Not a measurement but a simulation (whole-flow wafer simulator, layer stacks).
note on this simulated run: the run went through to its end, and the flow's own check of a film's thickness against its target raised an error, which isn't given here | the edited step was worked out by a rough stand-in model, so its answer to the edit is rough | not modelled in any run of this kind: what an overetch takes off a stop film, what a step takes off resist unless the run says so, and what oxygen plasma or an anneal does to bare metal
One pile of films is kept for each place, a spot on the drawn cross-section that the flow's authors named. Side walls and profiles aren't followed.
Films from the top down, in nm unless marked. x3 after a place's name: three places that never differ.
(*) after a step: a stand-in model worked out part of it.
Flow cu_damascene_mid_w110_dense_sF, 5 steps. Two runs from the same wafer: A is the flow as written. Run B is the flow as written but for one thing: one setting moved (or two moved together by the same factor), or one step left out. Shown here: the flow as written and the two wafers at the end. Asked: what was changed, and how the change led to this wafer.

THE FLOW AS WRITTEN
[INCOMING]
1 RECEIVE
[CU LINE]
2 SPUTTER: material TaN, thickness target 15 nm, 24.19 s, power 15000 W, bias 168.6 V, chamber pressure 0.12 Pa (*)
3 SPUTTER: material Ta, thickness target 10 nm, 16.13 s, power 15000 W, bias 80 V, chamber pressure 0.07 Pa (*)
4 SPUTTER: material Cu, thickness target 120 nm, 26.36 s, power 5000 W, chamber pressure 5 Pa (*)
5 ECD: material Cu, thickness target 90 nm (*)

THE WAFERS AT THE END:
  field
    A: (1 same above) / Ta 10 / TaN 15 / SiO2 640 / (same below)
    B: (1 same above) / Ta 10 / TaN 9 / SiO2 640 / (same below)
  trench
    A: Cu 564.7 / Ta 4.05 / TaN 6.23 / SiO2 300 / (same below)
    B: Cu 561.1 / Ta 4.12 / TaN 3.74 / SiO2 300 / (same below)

The cause: step 2, SPUTTER: thickness target 9 nm was run, where the flow has thickness target 15 nm; step 2, SPUTTER: 14.51 s was run, where the flow has 24.19 s.
It can be read off the wafer: field has TaN 9, and step 2 as written asks for 15 nm.

How the change led to this, step by step:
  2 SPUTTER: material TaN, thickness target 15 nm, 24.19 s, power 15000 W, bias 168.6 V, chamber pressure 0.12 Pa (*)
      field: A TaN +15 (new film) | B TaN +9 (new film)
      trench: A TaN +6.23 (new film) | B TaN +3.74 (new film)
